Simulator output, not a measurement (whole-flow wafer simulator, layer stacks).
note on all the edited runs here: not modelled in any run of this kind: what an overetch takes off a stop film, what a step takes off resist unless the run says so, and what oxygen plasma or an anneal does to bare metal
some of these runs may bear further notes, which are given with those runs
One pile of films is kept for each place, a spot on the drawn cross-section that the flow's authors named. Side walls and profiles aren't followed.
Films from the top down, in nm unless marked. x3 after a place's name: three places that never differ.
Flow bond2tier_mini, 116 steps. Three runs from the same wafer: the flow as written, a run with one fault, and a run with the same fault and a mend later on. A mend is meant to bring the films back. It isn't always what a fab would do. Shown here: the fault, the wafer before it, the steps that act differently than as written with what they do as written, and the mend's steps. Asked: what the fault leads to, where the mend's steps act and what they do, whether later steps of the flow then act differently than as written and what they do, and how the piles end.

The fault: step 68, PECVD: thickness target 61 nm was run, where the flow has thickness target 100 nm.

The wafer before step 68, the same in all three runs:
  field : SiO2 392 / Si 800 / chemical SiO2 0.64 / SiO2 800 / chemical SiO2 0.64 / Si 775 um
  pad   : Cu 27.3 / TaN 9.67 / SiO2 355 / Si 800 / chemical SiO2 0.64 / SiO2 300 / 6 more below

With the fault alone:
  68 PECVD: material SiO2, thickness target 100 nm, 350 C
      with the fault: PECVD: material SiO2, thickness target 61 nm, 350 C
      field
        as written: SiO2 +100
        with the fault: SiO2 +61
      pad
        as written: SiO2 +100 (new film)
        with the fault: SiO2 +61 (new film)
  Later steps of the flow that act differently than as written (2 more steps differ only slightly, by at most 2% or 0.5 nm, whichever is larger, and aren't shown):
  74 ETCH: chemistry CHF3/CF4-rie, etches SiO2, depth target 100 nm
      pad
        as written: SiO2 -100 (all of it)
        with the fault: SiO2 -61 (all of it), Cu -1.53
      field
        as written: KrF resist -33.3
        with the fault: KrF resist -30.5
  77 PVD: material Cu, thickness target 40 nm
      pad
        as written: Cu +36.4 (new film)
        with the fault: Cu +37.7 (new film)
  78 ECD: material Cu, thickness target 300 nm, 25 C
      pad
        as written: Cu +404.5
        with the fault: Cu +365.3
  At the end the piles differ from the flow's by more than 2% or 0.5 nm, whichever is larger, at field, pad.
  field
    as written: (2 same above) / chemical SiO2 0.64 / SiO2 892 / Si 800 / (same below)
    with the fault: (2 same above) / chemical SiO2 0.64 / SiO2 853 / Si 800 / (same below)
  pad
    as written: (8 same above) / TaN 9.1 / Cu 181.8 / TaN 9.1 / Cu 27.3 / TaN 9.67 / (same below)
    with the fault: (8 same above) / TaN 9.1 / Cu 143.9 / TaN 9.48 / Cu 25.8 / TaN 9.67 / (same below)

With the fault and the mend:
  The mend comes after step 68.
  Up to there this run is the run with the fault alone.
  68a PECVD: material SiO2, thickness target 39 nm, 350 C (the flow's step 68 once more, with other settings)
      field, pad
        SiO2 +39
  No later step of the flow acts differently than as written at any place that is followed.
  At the end the piles are the same as the flow's at every place that both follow.
